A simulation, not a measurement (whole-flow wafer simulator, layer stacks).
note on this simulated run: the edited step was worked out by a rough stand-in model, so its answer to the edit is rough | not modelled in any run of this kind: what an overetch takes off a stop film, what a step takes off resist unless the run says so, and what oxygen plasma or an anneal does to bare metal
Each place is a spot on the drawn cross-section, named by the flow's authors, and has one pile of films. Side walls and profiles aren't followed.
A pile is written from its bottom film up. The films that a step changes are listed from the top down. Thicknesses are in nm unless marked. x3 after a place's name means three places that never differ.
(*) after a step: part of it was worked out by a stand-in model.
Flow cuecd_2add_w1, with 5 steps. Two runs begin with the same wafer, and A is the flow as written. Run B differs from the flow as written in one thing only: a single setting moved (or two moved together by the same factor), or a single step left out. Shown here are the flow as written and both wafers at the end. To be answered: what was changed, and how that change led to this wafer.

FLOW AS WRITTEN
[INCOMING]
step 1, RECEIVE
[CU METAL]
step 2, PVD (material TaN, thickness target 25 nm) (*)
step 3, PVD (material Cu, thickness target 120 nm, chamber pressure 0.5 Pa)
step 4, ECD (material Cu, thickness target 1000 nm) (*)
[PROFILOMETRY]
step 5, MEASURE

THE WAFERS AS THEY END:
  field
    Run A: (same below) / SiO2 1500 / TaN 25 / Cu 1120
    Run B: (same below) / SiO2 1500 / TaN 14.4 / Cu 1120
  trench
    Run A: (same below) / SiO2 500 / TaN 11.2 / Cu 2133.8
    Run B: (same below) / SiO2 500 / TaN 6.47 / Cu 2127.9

What caused this: step 2, PVD: thickness target 14.4 nm was run, though the flow has thickness target 25 nm.
The wafer itself shows it: field has TaN 14.4, and step 2 as written asks for 25 nm.

Step by step, how the change led to this:
  step 2, PVD (material TaN, thickness target 25 nm) (*)
      field: A +25 TaN (new film) | B +14.4 TaN (new film)
      trench: A +11.2 TaN (new film) | B +6.47 TaN (new film)
